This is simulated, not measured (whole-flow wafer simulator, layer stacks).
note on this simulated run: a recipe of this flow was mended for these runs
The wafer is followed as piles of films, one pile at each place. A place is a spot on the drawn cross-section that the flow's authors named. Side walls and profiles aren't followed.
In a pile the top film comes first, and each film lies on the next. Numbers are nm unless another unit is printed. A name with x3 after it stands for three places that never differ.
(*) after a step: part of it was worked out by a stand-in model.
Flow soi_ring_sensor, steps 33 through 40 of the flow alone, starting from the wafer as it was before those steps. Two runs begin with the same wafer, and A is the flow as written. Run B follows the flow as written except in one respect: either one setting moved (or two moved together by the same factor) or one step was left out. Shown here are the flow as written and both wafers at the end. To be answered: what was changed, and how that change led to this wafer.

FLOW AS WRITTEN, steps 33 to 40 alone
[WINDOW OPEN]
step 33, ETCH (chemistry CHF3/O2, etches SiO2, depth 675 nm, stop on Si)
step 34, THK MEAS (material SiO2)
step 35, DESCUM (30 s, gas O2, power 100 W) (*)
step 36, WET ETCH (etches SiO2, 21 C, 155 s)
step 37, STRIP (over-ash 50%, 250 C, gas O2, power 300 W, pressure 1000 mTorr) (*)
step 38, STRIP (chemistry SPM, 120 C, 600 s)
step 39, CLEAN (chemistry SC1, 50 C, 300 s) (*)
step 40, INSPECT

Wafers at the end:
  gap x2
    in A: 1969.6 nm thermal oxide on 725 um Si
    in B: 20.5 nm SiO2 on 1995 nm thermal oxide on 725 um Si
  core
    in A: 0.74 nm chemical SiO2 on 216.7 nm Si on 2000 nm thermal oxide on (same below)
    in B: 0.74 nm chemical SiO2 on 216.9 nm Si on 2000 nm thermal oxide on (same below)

What caused this: step 36, WET ETCH: 130 s was run, though the flow has 155 s.

Step by step, how the change led to this:
  step 36, WET ETCH (etches SiO2, 21 C, 155 s)
      gap x2: A -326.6 SiO2 (all of it), -25 thermal oxide | B -305.4 SiO2
  step 39, CLEAN (chemistry SC1, 50 C, 300 s) (*)
      gap x2: A -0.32 thermal oxide | B -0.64 SiO2
